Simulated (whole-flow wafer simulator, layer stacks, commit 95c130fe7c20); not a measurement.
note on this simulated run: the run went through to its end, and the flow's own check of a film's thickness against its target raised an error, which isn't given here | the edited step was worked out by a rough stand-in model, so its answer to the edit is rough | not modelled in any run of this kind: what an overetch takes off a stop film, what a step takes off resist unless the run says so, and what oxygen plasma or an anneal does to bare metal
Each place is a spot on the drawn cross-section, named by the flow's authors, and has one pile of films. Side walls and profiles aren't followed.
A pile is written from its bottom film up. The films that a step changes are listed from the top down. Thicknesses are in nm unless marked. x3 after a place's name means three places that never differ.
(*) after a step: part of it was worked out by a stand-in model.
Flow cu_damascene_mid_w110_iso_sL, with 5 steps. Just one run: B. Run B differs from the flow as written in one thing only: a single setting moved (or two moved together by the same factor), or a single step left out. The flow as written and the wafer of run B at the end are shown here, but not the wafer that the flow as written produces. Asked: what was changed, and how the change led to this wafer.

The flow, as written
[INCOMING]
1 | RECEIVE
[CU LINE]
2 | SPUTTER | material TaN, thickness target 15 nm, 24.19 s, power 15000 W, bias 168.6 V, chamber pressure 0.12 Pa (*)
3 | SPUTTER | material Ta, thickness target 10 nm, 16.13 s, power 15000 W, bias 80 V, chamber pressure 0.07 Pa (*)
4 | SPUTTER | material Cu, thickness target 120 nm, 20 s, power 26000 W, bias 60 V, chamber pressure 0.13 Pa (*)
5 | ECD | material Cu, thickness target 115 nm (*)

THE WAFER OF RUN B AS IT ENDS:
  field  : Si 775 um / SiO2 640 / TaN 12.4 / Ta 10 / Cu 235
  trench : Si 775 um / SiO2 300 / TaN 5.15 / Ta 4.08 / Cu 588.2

The reason: step 2, SPUTTER: thickness target 12.4 nm was run, while the flow as written has thickness target 15 nm; step 2, SPUTTER: 19.96 s was run, where the flow has 24.19 s.
The wafer lets one read it off: field has TaN 12.4, and step 2 as written asks for 15 nm.

How this came from the change, step by step:
  2 | SPUTTER | material TaN, thickness target 15 nm, 24.19 s, power 15000 W, bias 168.6 V, chamber pressure 0.12 Pa (*)
      field: TaN gains 12.4 (new film) (it would be, as written: TaN gains 15 (new film))
      trench: TaN gains 5.15 (new film) (it would be, as written: TaN gains 6.23 (new film))
